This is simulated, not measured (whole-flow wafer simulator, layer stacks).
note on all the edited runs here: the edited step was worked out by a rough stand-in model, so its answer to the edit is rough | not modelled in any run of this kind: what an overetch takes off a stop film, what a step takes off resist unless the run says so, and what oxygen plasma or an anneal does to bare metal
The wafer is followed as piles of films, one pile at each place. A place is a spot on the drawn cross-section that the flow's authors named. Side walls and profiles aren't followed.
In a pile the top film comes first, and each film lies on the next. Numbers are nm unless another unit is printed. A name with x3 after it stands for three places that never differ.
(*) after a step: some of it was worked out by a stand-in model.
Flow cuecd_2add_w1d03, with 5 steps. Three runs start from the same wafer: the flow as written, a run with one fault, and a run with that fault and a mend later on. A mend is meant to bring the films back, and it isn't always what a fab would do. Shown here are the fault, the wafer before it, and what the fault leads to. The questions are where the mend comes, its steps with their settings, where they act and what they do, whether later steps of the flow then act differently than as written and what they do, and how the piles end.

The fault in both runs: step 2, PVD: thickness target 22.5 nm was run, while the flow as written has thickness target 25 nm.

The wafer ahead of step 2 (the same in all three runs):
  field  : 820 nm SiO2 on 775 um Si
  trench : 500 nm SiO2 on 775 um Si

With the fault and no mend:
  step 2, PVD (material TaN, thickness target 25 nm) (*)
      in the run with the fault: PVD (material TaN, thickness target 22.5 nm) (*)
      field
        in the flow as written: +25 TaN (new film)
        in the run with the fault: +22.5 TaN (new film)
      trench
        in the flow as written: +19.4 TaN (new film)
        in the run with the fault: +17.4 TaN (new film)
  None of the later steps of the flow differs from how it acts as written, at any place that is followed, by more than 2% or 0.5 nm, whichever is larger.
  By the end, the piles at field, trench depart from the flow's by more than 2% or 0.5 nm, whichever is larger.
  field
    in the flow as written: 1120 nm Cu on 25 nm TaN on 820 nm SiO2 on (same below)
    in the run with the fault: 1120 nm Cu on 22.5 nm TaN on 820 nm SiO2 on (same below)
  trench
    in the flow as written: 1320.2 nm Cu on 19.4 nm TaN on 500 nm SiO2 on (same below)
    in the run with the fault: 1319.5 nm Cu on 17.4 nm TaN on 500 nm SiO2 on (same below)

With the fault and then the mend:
  The mend stands after step 2.
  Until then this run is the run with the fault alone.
  step 2a, PVD (material TaN, thickness target 2.5 nm) (*) (the flow's step 2 again, with other settings)
      field
        +2.5 TaN
      trench
        +1.92 TaN
  None of the later steps of the flow acts differently than as written at any place that is followed.
  When the end is reached, the piles differ only a little from the flow's at the places that both follow, at most by 2% or 0.5 nm, whichever is larger.
